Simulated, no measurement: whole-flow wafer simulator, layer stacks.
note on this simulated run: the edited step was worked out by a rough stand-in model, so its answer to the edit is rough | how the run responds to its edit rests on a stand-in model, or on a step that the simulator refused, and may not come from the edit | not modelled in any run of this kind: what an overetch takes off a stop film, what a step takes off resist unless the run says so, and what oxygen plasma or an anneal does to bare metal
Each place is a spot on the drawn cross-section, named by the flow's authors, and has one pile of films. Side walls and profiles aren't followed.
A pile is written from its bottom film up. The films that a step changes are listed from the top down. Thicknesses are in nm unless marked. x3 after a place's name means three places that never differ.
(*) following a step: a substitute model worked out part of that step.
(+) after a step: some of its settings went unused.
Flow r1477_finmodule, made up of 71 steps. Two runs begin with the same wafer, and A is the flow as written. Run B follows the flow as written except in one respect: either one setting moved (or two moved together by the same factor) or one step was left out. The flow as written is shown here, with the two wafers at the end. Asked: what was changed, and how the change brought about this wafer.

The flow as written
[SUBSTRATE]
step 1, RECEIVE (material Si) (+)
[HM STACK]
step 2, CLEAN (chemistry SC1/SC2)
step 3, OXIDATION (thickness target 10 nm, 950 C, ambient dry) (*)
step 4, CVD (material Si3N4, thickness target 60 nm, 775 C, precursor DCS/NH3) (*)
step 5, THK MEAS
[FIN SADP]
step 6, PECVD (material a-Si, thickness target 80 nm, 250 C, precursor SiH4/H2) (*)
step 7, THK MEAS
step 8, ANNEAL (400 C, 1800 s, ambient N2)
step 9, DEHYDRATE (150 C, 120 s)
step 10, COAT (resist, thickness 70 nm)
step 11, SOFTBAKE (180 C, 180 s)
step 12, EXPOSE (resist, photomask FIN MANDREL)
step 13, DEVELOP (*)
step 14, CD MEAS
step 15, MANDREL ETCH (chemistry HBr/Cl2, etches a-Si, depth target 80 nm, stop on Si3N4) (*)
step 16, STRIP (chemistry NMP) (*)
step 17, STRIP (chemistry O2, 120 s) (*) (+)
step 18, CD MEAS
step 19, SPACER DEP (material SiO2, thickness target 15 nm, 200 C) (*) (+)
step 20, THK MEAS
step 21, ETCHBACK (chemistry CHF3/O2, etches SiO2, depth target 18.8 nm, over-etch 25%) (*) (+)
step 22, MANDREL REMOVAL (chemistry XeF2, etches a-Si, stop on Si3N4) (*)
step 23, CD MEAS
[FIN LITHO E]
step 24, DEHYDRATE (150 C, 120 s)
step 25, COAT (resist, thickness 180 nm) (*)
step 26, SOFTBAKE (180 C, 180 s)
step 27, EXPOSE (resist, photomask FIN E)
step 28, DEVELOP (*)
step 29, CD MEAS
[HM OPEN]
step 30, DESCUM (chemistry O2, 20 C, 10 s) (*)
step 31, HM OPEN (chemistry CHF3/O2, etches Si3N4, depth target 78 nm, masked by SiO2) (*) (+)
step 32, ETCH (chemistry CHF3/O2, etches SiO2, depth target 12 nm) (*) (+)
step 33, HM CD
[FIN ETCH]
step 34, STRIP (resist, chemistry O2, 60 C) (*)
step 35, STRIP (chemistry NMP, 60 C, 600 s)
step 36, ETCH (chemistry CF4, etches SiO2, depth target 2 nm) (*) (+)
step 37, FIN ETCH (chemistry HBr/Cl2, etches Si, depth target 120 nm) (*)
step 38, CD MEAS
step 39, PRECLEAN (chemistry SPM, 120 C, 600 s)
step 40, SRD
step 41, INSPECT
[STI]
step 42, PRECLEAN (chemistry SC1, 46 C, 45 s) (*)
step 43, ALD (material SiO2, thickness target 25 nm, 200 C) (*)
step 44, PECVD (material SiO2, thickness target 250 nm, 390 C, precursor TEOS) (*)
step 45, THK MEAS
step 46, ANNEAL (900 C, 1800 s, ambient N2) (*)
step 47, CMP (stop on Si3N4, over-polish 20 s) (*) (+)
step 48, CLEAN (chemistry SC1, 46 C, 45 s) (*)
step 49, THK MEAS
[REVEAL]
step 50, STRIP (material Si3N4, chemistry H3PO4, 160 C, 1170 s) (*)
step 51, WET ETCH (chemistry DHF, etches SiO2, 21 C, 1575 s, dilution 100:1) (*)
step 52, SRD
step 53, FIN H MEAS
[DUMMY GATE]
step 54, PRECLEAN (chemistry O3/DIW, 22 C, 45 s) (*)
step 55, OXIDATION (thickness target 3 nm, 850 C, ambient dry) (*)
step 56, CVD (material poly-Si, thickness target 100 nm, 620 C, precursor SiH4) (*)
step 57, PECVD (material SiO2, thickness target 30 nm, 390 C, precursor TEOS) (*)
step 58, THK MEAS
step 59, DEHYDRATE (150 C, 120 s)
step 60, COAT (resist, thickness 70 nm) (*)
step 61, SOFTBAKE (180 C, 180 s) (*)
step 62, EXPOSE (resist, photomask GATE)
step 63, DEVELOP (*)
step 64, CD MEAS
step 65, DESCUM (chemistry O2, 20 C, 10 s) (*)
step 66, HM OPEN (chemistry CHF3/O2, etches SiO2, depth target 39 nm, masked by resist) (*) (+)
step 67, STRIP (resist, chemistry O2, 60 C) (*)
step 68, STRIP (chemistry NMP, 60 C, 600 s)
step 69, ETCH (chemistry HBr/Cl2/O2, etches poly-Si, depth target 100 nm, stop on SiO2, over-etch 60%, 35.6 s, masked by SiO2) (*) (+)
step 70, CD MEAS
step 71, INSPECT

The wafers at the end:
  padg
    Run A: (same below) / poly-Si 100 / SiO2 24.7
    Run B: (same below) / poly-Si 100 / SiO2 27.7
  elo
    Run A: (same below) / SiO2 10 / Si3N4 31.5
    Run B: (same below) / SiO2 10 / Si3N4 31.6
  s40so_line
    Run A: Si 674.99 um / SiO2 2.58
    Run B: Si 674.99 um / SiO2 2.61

Cause: step 57, PECVD: thickness target 33 nm was run, whereas the flow has thickness target 30 nm.

The path from the change to this, step by step:
  step 57, PECVD (material SiO2, thickness target 30 nm, 390 C, precursor TEOS) (*)
      pad, padg, elg and 33 more: A SiO2 gains 30 (new film) | B SiO2 gains 33 (new film)
  step 66, HM OPEN (chemistry CHF3/O2, etches SiO2, depth target 39 nm, masked by resist) (*) (+)
      pad, elo, eso and 15 more: A SiO2 loses 30 (all of it), poly-Si loses 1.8 | B SiO2 loses 33 (all of it), poly-Si loses 1.2
